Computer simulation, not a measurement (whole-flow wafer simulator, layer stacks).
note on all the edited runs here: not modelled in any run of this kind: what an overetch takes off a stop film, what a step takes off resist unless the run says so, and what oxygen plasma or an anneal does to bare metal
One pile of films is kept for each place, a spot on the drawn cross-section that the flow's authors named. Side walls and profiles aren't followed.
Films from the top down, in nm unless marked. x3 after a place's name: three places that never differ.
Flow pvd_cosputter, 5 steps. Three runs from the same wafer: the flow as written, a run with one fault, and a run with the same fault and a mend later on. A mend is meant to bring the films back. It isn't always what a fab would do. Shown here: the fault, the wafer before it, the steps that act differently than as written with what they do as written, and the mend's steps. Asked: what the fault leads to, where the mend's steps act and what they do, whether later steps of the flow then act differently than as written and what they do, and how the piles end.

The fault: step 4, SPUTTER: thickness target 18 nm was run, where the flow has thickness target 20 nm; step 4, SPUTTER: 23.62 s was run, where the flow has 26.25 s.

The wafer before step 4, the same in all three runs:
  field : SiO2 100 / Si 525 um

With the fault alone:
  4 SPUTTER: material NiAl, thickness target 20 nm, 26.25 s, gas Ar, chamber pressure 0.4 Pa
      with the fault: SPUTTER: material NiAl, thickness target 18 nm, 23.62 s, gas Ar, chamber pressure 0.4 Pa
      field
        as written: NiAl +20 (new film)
        with the fault: NiAl +18 (new film)
  No later step of the flow acts differently than as written at any place that is followed.
  At the end the piles differ from the flow's by more than 2% or 0.5 nm, whichever is larger, at field.
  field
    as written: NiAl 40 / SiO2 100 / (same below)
    with the fault: NiAl 38 / SiO2 100 / (same below)

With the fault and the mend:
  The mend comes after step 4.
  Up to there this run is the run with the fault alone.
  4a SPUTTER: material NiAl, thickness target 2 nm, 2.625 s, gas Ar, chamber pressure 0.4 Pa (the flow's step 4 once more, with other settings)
      field
        NiAl +2
  No later step of the flow acts differently than as written at any place that is followed.
  At the end the piles are the same as the flow's at every place that both follow.
